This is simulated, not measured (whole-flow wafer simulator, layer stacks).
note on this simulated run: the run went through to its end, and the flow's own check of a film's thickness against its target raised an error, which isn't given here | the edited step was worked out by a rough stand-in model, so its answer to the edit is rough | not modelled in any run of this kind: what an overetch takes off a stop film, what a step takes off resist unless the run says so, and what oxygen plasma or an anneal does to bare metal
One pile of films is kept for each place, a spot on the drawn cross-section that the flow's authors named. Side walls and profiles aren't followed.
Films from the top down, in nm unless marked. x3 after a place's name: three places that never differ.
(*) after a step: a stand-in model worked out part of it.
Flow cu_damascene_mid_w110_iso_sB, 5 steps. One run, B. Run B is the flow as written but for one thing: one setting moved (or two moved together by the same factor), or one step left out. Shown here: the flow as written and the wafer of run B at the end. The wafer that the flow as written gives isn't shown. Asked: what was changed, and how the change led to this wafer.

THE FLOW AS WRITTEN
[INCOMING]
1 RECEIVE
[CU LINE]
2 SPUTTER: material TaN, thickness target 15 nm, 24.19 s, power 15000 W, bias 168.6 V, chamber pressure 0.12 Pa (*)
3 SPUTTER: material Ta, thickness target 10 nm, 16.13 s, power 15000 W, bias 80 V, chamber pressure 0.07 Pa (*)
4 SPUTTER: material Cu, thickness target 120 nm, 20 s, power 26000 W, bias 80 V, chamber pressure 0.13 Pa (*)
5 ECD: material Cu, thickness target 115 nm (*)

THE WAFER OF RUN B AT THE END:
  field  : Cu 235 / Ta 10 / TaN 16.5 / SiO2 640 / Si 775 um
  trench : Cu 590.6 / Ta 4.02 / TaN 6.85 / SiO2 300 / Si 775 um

The cause: step 2, SPUTTER: thickness target 16.5 nm was run, where the flow has thickness target 15 nm; step 2, SPUTTER: 26.61 s was run, where the flow has 24.19 s.
It can be read off the wafer: field has TaN 16.5, and step 2 as written asks for 15 nm.

How the change led to this, step by step:
  2 SPUTTER: material TaN, thickness target 15 nm, 24.19 s, power 15000 W, bias 168.6 V, chamber pressure 0.12 Pa (*)
      field: TaN +16.5 (new film) (as written it would be: TaN +15 (new film))
      trench: TaN +6.85 (new film) (as written it would be: TaN +6.23 (new film))
